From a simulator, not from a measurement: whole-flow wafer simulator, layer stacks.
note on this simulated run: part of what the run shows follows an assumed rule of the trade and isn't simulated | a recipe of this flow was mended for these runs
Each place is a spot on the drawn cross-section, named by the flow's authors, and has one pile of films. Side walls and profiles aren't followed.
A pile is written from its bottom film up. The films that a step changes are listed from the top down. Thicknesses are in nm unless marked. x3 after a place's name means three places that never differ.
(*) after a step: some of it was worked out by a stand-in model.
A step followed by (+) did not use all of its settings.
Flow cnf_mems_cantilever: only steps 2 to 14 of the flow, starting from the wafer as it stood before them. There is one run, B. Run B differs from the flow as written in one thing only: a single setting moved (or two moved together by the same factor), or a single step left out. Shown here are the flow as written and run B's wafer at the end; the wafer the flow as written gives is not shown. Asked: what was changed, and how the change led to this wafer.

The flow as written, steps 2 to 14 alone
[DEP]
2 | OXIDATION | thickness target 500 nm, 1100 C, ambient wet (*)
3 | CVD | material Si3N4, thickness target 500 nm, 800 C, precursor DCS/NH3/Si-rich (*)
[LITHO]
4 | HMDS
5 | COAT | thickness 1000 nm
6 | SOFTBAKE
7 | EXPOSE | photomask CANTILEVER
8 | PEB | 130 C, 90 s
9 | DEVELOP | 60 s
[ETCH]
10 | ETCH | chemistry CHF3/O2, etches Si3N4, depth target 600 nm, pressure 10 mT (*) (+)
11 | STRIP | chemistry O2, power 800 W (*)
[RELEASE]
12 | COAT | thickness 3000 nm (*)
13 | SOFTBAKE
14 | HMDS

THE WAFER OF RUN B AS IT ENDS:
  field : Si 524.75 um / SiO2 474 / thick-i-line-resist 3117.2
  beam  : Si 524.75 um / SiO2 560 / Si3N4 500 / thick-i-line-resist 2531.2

What caused this: step 2, OXIDATION: thickness target 560 nm was run, whereas the flow has thickness target 500 nm; step 10, ETCH: depth target 672 nm was run, where the flow has depth target 600 nm.
One can read it off the wafer: beam has SiO2 560, and step 2 as written asks for 500 nm.

Step by step, how the change led to this:
  2 | OXIDATION | thickness target 500 nm, 1100 C, ambient wet (*)
      field, beam: +560 SiO2 (new film), -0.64 chemical SiO2 (all of it), -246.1 Si (in the flow as written it would be: +500 SiO2 (new film), -0.64 chemical SiO2 (all of it), -219.7 Si)
  10 | ETCH | chemistry CHF3/O2, etches Si3N4, depth target 600 nm, pressure 10 mT (*) (+)
      field: -500 Si3N4 (all of it), -86 SiO2 (in the flow as written it would be: -500 Si3N4 (all of it), -50 SiO2)
      beam: -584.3 KrF-resist (in the flow as written it would be: -521.7 KrF-resist)
  11 | STRIP | chemistry O2, power 800 W (*)
      beam: -398.3 KrF-resist (all of it) (in the flow as written it would be: -460.9 KrF-resist (all of it))
  13 | SOFTBAKE
      field: +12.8 thick-i-line-resist (in the flow as written it would be: +11.9 thick-i-line-resist)
      beam: -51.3 thick-i-line-resist (in the flow as written it would be: -47.6 thick-i-line-resist)
